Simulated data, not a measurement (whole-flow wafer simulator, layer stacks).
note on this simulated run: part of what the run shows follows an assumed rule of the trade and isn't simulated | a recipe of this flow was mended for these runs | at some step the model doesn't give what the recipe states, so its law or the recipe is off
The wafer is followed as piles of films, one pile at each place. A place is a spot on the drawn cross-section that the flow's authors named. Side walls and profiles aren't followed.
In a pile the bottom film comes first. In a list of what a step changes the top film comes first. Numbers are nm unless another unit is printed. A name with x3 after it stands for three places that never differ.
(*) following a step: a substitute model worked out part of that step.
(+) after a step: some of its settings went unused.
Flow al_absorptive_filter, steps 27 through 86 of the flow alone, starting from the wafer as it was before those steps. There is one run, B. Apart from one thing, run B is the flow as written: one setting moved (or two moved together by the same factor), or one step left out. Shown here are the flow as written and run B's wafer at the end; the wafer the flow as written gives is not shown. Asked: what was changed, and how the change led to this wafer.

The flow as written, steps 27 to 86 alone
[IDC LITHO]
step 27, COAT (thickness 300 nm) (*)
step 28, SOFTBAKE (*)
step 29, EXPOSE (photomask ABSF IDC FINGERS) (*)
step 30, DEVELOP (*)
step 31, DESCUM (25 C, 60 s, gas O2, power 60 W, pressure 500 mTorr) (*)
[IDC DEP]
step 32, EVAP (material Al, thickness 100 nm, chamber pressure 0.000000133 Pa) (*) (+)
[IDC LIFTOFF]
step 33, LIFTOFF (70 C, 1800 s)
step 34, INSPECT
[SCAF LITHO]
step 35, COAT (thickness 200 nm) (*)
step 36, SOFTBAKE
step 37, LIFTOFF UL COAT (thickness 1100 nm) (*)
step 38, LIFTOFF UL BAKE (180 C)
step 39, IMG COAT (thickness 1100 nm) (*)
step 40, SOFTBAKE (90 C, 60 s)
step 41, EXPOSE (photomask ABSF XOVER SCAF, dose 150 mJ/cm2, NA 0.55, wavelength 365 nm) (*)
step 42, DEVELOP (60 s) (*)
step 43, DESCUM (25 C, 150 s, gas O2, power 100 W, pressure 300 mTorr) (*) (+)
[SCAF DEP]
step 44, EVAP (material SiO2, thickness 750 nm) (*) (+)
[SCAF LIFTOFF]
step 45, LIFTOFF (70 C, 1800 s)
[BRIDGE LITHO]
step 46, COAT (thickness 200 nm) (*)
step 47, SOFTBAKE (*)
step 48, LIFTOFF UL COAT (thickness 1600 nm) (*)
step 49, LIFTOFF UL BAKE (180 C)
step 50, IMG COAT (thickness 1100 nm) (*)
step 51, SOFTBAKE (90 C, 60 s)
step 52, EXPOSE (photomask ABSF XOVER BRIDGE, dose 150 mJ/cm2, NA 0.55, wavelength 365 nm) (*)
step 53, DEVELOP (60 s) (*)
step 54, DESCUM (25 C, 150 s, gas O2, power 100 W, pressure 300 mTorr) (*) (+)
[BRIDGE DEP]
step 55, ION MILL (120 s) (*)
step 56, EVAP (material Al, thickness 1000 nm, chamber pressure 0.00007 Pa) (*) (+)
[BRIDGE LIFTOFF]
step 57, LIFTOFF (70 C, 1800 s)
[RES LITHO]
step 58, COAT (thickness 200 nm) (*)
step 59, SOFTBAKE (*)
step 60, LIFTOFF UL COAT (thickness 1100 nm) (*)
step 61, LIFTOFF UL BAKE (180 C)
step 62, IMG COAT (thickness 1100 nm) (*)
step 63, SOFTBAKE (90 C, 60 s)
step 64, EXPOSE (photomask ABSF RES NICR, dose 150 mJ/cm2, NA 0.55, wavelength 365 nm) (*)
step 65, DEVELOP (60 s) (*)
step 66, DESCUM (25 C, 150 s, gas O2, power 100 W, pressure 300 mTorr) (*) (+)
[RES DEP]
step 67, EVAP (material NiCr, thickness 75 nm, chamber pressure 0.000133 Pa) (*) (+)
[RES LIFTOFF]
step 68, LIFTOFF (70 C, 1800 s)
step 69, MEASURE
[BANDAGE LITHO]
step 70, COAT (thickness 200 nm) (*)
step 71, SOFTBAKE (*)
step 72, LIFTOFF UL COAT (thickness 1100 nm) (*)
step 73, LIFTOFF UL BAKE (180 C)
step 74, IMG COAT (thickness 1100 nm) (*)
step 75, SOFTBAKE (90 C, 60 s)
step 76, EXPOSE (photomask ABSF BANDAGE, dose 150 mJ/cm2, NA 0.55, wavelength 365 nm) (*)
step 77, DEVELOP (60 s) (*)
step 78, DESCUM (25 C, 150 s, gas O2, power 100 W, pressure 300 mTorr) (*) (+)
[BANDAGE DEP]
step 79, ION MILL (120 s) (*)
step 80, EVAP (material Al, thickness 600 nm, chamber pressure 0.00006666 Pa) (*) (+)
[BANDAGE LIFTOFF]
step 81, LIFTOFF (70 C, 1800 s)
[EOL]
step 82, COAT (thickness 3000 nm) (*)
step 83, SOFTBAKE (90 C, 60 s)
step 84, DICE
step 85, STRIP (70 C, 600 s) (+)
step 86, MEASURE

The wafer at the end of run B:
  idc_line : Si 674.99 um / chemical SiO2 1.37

Cause: step 32, EVAP: material Al, thickness 100 nm, chamber pressure 0.000000133 Pa (*) (+), was skipped.

Step by step, how the change led to this:
  step 33, LIFTOFF (70 C, 1800 s)
      gnd, xa_field, xa_margin, xa_strip, xl_land, idc_field, idc_space: e-beam-resist loses 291 (all of it) (in the flow as written it would be: Al loses 100 (all of it), e-beam-resist loses 291 (all of it))
      pad_far: e-beam-resist loses 287 (all of it) (in the flow as written it would be: Al loses 100 (all of it), e-beam-resist loses 287 (all of it))
      (as well as at 5 more places)
  step 35, COAT (thickness 200 nm) (*)
      idc_line: acrylic-e-beam-resist gains 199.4 (new film) (in the flow as written it would be: acrylic-e-beam-resist gains 125.3 (new film))
      idc_space: acrylic-e-beam-resist gains 200.2 (new film) (in the flow as written it would be: acrylic-e-beam-resist gains 228.2 (new film))
  step 45, LIFTOFF (70 C, 1800 s)
      idc_line: SiO2 loses 750 (all of it), i-line-resist loses 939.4 (all of it), lift-off-underlayer loses 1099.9 (all of it), acrylic-e-beam-resist loses 199.4 (all of it) (in the flow as written it would be: SiO2 loses 750 (all of it), i-line-resist loses 939.2 (all of it), lift-off-underlayer loses 1090 (all of it), acrylic-e-beam-resist loses 125.3 (all of it))
      idc_space: SiO2 loses 750 (all of it), i-line-resist loses 939.4 (all of it), lift-off-underlayer loses 1099.9 (all of it), acrylic-e-beam-resist loses 200.2 (all of it) (in the flow as written it would be: SiO2 loses 750 (all of it), i-line-resist loses 939.1 (all of it), lift-off-underlayer loses 1087.8 (all of it), acrylic-e-beam-resist loses 228.2 (all of it))
  step 46, COAT (thickness 200 nm) (*)
      idc_line: acrylic-e-beam-resist gains 199.4 (new film) (in the flow as written it would be: acrylic-e-beam-resist gains 129.8 (new film))
      idc_space: acrylic-e-beam-resist gains 200.2 (new film) (in the flow as written it would be: acrylic-e-beam-resist gains 229.8 (new film))
  step 57, LIFTOFF (70 C, 1800 s)
      idc_line: Al loses 1000 (all of it), i-line-resist loses 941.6 (all of it), lift-off-underlayer loses 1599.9 (all of it), acrylic-e-beam-resist loses 199.4 (all of it) (in the flow as written it would be: Al loses 1000 (all of it), i-line-resist loses 941.5 (all of it), lift-off-underlayer loses 1586.1 (all of it), acrylic-e-beam-resist loses 129.8 (all of it))
      idc_space: Al loses 1000 (all of it), i-line-resist loses 941.6 (all of it), lift-off-underlayer loses 1599.9 (all of it), acrylic-e-beam-resist loses 200.2 (all of it) (in the flow as written it would be: Al loses 1000 (all of it), i-line-resist loses 941.5 (all of it), lift-off-underlayer loses 1586.9 (all of it), acrylic-e-beam-resist loses 229.8 (all of it))
  step 58, COAT (thickness 200 nm) (*)
      idc_line: acrylic-e-beam-resist gains 199.4 (new film) (in the flow as written it would be: acrylic-e-beam-resist gains 129.8 (new film))
      idc_space: acrylic-e-beam-resist gains 200.2 (new film) (in the flow as written it would be: acrylic-e-beam-resist gains 229.8 (new film))
  step 68, LIFTOFF (70 C, 1800 s)
      idc_line: NiCr loses 75 (all of it), i-line-resist loses 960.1 (all of it), lift-off-underlayer loses 1099.9 (all of it), acrylic-e-beam-resist loses 199.4 (all of it) (in the flow as written it would be: NiCr loses 75 (all of it), i-line-resist loses 959.8 (all of it), lift-off-underlayer loses 1086.6 (all of it), acrylic-e-beam-resist loses 129.8 (all of it))
      idc_space: NiCr loses 75 (all of it), i-line-resist loses 960.1 (all of it), lift-off-underlayer loses 1099.9 (all of it), acrylic-e-beam-resist loses 200.2 (all of it) (in the flow as written it would be: NiCr loses 75 (all of it), i-line-resist loses 959.8 (all of it), lift-off-underlayer loses 1087.4 (all of it), acrylic-e-beam-resist loses 229.8 (all of it))
  step 70, COAT (thickness 200 nm) (*)
      idc_line: acrylic-e-beam-resist gains 199.4 (new film) (in the flow as written it would be: acrylic-e-beam-resist gains 129.8 (new film))
      idc_space: acrylic-e-beam-resist gains 200.2 (new film) (in the flow as written it would be: acrylic-e-beam-resist gains 229.8 (new film))
  step 81, LIFTOFF (70 C, 1800 s)
      idc_line: Al loses 600 (all of it), i-line-resist loses 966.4 (all of it), lift-off-underlayer loses 1099.9 (all of it), acrylic-e-beam-resist loses 199.4 (all of it) (in the flow as written it would be: Al loses 600 (all of it), i-line-resist loses 966.1 (all of it), lift-off-underlayer loses 1086.6 (all of it), acrylic-e-beam-resist loses 129.8 (all of it))
      idc_space: Al loses 600 (all of it), i-line-resist loses 966.4 (all of it), lift-off-underlayer loses 1099.9 (all of it), acrylic-e-beam-resist loses 200.2 (all of it) (in the flow as written it would be: Al loses 600 (all of it), i-line-resist loses 966.1 (all of it), lift-off-underlayer loses 1087.4 (all of it), acrylic-e-beam-resist loses 229.8 (all of it))
  step 82, COAT (thickness 3000 nm) (*)
      idc_line: i-line-resist gains 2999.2 (new film) (in the flow as written it would be: i-line-resist gains 2901.8 (new film))
  step 83, SOFTBAKE (90 C, 60 s)
      idc_line, idc_space: nothing (in the flow as written it would be: i-line-resist loses 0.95)
  step 85, STRIP (70 C, 600 s) (+)
      idc_line: i-line-resist loses 2999.2 (all of it) (in the flow as written it would be: i-line-resist loses 2900.9 (all of it))
Taking metal films that touch as one body, idc_line has 0 bodies; the flow as written gives 1 body.
